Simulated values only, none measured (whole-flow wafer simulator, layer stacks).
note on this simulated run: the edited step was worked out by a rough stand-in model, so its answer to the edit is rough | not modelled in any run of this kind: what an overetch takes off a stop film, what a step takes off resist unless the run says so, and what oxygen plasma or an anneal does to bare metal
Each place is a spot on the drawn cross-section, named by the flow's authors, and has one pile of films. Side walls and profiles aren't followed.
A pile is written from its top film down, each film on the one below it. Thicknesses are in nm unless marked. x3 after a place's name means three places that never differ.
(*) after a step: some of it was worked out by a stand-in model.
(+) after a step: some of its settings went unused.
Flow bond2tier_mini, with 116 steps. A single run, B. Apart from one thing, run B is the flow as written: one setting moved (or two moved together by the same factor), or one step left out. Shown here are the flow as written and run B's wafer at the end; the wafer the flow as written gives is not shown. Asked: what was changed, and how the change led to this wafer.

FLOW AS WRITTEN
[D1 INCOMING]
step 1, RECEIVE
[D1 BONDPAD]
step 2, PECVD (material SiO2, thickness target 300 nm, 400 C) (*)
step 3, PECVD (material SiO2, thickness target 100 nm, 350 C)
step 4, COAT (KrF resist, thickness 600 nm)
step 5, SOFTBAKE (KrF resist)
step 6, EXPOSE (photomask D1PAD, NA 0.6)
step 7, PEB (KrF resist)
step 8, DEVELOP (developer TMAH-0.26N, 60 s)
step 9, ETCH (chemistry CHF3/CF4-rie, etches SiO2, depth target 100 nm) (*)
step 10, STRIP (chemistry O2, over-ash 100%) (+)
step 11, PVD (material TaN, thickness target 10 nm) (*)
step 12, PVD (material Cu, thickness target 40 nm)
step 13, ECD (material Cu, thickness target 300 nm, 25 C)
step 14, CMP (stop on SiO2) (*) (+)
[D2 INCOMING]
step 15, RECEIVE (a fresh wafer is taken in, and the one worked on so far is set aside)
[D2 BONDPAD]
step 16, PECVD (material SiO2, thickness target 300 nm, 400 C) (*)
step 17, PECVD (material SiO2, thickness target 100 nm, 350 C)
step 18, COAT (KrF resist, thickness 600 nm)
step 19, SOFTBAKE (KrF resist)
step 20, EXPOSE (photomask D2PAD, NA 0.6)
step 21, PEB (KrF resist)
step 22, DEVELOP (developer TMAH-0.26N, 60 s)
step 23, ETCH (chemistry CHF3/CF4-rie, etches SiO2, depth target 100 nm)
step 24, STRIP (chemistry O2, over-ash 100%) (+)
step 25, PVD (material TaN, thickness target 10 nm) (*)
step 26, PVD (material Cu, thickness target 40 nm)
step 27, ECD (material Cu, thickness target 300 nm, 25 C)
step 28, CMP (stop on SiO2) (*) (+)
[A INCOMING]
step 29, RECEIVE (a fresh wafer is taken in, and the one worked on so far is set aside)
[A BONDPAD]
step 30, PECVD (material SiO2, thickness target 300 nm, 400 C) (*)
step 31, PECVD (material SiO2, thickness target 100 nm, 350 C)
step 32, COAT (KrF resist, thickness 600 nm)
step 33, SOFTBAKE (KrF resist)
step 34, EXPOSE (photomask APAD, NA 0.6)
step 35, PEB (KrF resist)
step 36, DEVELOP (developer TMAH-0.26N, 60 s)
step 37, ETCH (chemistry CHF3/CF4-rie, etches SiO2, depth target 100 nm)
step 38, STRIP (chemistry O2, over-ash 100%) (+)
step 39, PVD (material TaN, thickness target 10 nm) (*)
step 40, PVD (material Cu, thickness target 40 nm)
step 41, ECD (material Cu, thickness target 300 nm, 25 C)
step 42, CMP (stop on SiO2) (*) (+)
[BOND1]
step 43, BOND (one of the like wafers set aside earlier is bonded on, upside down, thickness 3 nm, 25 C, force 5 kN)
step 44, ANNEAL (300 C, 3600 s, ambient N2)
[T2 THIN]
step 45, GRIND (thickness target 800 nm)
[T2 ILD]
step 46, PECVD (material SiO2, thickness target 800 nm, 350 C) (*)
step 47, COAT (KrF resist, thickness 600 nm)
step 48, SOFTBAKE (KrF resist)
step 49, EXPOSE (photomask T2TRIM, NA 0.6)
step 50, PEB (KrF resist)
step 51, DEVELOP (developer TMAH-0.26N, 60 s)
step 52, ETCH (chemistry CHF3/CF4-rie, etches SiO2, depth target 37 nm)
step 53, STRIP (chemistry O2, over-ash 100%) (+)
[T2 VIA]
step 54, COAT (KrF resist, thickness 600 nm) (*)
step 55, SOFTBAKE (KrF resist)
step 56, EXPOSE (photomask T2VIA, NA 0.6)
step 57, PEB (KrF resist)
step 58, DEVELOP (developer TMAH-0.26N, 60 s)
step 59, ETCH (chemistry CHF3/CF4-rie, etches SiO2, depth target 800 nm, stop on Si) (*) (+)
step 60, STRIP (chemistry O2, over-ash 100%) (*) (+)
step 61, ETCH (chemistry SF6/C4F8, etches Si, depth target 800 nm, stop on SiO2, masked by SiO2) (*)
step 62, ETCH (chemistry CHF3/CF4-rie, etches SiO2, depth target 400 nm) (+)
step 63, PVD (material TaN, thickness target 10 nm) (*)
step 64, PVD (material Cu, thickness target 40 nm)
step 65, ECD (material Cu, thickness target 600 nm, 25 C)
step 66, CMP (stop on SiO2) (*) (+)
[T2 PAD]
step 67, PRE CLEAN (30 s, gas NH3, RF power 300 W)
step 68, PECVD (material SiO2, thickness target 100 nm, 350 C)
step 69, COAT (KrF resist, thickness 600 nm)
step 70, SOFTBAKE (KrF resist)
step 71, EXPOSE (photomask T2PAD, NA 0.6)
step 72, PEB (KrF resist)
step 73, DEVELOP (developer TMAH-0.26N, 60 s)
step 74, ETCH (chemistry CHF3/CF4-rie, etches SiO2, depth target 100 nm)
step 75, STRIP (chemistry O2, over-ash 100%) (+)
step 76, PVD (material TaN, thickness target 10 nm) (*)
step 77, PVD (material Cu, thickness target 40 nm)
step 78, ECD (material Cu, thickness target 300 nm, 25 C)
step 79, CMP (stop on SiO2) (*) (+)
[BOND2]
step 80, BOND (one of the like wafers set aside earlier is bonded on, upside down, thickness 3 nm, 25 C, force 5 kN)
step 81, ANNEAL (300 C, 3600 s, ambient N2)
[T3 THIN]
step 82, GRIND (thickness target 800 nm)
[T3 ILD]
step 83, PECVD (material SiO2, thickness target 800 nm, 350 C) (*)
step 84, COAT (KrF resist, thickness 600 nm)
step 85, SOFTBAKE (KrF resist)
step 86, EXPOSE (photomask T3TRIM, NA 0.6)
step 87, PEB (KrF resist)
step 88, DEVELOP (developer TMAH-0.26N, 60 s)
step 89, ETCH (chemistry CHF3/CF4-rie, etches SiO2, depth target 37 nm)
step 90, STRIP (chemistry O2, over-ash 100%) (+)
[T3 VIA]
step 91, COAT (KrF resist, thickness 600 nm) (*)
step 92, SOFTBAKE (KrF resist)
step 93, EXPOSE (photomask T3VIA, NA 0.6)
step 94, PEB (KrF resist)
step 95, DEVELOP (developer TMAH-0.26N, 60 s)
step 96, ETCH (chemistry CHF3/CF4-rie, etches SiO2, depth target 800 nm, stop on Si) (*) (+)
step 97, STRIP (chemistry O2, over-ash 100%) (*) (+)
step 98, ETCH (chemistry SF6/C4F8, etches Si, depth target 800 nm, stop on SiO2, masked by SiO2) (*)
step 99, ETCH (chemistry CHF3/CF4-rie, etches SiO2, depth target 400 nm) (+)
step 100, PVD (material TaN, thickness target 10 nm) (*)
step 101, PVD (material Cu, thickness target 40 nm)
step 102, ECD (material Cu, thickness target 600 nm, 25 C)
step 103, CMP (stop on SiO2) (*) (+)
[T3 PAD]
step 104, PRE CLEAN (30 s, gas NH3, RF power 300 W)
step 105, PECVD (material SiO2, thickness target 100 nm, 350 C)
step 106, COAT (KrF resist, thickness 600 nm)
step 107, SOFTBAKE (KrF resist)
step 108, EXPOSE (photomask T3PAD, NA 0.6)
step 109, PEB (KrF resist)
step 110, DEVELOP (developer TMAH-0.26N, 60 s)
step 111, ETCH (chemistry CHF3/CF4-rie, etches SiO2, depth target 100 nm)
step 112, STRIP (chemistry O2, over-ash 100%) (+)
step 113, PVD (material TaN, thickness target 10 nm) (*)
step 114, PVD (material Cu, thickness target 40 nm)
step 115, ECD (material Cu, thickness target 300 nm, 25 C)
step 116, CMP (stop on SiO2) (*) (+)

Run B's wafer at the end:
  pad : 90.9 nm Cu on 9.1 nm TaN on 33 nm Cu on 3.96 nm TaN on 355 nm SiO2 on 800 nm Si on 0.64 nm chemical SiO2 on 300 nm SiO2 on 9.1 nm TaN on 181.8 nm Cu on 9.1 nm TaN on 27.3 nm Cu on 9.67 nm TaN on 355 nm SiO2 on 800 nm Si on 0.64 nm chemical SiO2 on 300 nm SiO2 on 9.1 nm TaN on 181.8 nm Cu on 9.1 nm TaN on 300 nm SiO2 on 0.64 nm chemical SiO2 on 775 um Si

Cause: step 100, PVD: thickness target 4.1 nm was run, whereas the flow has thickness target 10 nm.

The path from the change to this, step by step:
  step 100, PVD (material TaN, thickness target 10 nm) (*)
      field: +4.1 TaN (new film) (in the flow as written it would be: +10 TaN (new film))
      pad: +3.96 TaN (new film) (in the flow as written it would be: +9.67 TaN (new film))
  step 103, CMP (stop on SiO2) (*) (+)
      field: -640 Cu (all of it), -4.1 TaN (all of it) (in the flow as written it would be: -640 Cu (all of it), -10 TaN (all of it))
